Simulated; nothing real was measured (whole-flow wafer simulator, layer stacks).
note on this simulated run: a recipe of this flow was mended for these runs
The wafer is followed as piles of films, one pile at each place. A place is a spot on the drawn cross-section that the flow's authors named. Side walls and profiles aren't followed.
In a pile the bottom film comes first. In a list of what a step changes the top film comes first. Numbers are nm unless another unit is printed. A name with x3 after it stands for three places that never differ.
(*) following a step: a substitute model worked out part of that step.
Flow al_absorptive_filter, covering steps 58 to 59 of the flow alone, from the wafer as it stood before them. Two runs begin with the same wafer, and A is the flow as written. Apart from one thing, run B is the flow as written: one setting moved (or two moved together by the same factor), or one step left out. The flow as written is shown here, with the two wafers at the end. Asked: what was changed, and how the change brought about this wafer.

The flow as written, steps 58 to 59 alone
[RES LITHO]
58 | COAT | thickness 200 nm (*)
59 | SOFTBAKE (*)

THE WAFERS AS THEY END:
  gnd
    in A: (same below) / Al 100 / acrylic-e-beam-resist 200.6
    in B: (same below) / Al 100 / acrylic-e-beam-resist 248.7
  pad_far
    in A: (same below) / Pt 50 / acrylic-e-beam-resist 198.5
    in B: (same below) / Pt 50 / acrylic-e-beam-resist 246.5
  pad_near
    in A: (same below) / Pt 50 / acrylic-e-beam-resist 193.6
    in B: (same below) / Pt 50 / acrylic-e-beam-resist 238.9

What caused this: step 58, COAT: thickness 248 nm was run, though the flow has thickness 200 nm.

The path from the change to this, step by step:
  58 | COAT | thickness 200 nm (*)
      xa_field, xl_land, idc_field: A acrylic-e-beam-resist gains 200 (new film) | B acrylic-e-beam-resist gains 248 (new film)
      gnd: A acrylic-e-beam-resist gains 200.6 (new film) | B acrylic-e-beam-resist gains 248.7 (new film)
      (and at 10 other places as well)
